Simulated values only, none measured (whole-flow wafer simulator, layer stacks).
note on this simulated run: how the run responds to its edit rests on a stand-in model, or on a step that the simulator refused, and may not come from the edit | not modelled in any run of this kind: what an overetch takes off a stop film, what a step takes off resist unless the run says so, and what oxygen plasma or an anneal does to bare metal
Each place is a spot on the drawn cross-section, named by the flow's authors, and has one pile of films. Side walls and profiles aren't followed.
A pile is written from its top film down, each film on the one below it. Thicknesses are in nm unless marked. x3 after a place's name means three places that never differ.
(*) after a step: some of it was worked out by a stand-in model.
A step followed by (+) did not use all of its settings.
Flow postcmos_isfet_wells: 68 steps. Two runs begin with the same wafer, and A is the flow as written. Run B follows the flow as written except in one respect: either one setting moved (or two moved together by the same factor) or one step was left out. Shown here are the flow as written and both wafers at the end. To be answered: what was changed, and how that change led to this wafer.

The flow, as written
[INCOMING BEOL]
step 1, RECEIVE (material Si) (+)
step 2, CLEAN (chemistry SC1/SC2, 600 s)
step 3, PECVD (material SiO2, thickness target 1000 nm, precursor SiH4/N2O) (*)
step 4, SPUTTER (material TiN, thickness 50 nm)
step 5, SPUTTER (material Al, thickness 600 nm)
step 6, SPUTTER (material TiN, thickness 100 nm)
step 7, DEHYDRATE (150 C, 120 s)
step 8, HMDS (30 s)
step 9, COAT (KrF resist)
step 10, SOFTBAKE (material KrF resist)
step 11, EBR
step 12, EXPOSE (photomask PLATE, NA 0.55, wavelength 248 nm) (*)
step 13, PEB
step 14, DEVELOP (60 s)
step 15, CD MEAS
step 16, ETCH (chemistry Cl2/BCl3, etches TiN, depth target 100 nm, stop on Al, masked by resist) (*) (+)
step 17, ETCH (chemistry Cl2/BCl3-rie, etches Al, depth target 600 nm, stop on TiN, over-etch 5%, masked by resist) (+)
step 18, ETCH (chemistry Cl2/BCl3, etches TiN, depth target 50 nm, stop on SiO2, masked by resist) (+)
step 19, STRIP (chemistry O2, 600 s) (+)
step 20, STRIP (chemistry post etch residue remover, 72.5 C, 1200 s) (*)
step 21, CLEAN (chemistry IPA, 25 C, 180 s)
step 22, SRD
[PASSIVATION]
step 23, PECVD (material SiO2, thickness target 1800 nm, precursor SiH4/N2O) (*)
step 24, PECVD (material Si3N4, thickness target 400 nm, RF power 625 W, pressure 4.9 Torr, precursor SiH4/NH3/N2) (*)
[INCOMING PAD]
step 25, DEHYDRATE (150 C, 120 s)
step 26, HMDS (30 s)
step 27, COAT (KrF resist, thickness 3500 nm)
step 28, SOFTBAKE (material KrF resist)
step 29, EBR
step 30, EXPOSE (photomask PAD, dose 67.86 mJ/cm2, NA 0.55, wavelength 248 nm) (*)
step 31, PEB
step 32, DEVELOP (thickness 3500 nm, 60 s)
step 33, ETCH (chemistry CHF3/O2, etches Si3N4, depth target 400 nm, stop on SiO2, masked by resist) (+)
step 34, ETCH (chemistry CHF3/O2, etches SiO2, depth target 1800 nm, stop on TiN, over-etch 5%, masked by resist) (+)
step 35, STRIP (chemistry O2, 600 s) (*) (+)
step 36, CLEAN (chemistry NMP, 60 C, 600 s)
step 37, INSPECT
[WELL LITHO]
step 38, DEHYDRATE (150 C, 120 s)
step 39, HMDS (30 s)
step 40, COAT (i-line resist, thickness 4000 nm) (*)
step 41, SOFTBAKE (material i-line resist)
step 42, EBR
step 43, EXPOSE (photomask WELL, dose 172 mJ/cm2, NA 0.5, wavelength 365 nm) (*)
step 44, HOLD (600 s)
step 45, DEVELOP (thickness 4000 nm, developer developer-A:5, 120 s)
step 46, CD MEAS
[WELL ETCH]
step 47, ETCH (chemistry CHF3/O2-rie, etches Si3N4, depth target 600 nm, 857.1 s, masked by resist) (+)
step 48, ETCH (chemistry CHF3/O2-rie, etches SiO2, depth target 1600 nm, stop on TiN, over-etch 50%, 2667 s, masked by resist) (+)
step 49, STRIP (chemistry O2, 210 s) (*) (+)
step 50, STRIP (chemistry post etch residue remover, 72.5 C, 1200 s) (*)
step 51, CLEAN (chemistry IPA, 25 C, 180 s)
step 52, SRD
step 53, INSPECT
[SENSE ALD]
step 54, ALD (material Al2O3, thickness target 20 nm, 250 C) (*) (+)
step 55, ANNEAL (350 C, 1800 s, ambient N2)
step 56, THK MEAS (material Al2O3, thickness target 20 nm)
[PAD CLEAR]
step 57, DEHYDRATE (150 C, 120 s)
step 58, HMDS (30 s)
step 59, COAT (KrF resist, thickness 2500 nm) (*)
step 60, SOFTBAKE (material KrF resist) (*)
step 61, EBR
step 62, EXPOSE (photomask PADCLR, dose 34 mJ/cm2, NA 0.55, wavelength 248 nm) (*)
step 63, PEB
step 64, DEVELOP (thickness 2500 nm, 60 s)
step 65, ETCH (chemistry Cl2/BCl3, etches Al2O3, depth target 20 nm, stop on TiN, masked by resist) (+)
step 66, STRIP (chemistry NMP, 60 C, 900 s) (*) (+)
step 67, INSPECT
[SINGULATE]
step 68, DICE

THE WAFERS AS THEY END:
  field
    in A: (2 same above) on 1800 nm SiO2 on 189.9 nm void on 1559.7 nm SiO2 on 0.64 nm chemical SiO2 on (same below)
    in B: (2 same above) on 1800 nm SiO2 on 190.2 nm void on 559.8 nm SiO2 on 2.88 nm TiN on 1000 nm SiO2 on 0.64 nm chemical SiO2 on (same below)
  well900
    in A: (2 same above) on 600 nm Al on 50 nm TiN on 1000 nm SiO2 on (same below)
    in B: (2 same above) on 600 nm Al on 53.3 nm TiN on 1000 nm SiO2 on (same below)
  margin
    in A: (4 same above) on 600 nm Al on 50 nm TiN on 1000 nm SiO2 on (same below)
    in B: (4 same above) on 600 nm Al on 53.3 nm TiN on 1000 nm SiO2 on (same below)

Cause: step 4, SPUTTER: thickness 53.3 nm was run, though the flow has thickness 50 nm.
The wafer lets one read it off: well900 has TiN 53.3, and step 4 as written asks for 50 nm.

Step by step, how the change led to this:
  step 4, SPUTTER (material TiN, thickness 50 nm)
      field, margin, well900 and 6 more: A TiN gains 50 (new film) | B TiN gains 53.3 (new film)
  step 18, ETCH (chemistry Cl2/BCl3, etches TiN, depth target 50 nm, stop on SiO2, masked by resist) (+)
      field: A TiN loses 50 (all of it) | B TiN loses 50
  step 23, PECVD (material SiO2, thickness target 1800 nm, precursor SiH4/N2O) (*)
      field: A SiO2 gains 1800 (new film), void gains 189.9 (new film), SiO2 gains 559.7 | B SiO2 gains 1800 (new film), void gains 190.2 (new film), SiO2 gains 559.8 (new film)
Taking metal films that touch as one body, field has 1 body; the flow as written gives 0 bodies.
